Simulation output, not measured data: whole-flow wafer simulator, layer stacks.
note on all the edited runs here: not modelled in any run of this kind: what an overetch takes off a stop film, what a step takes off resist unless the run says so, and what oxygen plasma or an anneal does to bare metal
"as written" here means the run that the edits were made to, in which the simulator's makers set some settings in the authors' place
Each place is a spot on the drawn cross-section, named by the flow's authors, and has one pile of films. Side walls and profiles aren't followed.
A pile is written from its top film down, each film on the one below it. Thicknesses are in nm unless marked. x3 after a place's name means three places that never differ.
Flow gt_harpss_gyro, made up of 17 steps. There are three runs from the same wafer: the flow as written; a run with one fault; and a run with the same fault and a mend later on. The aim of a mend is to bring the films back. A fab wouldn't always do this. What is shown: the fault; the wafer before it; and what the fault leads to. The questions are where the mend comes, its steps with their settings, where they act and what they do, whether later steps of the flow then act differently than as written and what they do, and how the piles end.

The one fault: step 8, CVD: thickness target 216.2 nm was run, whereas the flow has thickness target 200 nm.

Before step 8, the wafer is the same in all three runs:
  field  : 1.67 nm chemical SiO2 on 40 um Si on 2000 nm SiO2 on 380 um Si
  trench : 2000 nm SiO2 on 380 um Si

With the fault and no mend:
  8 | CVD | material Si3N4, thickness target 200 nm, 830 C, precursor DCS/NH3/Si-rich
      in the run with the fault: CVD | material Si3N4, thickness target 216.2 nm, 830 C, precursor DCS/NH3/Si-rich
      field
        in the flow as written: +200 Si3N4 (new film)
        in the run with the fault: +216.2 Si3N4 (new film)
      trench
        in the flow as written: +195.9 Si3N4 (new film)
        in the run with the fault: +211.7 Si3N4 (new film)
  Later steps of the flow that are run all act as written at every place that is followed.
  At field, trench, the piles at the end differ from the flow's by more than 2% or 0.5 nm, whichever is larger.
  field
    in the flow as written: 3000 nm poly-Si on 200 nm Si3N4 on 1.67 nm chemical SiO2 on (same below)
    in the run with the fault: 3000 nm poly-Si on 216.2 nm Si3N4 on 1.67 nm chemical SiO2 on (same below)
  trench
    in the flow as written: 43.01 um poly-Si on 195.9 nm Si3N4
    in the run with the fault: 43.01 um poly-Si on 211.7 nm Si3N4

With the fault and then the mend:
  After step 8 comes the mend.
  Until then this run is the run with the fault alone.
  8a | ETCH | chemistry h3po4, depth target 16.27 nm
      field, trench
        -16.3 Si3N4
  Later steps of the flow that are run all act as written at every place that is followed.
  At the end the piles are close to the flow's at the places that both follow, differing by at most 2% or 0.5 nm, whichever is larger.
